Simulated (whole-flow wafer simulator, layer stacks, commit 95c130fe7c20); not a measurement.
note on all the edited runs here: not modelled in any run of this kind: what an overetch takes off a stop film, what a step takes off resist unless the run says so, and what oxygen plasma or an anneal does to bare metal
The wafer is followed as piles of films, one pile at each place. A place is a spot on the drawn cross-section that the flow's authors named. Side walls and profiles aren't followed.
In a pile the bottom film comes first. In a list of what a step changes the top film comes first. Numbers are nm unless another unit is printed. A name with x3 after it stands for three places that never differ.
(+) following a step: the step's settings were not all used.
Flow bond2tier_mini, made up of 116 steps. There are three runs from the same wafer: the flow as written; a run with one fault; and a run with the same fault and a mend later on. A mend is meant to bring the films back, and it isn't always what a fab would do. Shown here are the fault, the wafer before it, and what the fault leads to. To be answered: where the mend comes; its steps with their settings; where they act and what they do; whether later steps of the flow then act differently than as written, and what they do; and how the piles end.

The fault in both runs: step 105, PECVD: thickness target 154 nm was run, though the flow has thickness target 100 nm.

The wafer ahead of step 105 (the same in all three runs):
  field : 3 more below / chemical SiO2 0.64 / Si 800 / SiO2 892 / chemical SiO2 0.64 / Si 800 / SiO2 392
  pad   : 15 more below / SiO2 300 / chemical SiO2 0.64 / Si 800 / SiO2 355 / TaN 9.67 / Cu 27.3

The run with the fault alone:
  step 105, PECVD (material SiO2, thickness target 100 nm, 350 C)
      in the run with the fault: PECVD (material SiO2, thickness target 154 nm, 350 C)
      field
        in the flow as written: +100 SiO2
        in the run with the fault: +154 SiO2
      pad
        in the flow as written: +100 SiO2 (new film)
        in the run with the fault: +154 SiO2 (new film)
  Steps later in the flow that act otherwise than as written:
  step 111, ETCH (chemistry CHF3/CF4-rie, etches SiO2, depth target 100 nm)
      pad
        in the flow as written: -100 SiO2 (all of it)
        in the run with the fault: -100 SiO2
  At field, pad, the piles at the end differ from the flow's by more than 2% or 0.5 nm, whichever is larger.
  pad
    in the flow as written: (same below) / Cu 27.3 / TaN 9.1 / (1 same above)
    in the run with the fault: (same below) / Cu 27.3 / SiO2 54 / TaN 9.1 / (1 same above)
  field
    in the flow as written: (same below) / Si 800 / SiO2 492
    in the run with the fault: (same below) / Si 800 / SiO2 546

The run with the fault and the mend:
  The mend follows step 110.
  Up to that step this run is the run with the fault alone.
  step 110a, STRIP (chemistry O2, over-ash 100%) (+)
      field
        -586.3 KrF resist (all of it)
  step 110b, ETCH (chemistry CHF3/CF4-rie, etches SiO2, depth target 54 nm) (a further turn of the flow's step 62, with different settings)
      field, pad
        -54 SiO2
  step 110c, COAT (KrF resist, thickness 600 nm) (a further turn of the flow's step 106)
      field, pad
        +600 KrF resist (new film)
  step 110d, SOFTBAKE (KrF resist) (a further turn of the flow's step 107)
      leaves every film unchanged at each place that is followed
  step 110e, EXPOSE (photomask T3PAD, NA 0.6) (a further turn of the flow's step 108)
      leaves every film unchanged at each place that is followed
  step 110f, PEB (KrF resist) (a further turn of the flow's step 109)
      leaves every film unchanged at each place that is followed
  step 110g, DEVELOP (developer TMAH-0.26N, 60 s) (a further turn of the flow's step 110)
      field
        -13.7 KrF resist
      pad
        -600 KrF resist (all of it)
  None of the later steps of the flow acts differently than as written at any place that is followed.
  The piles end the same as the flow's at every place that both follow.
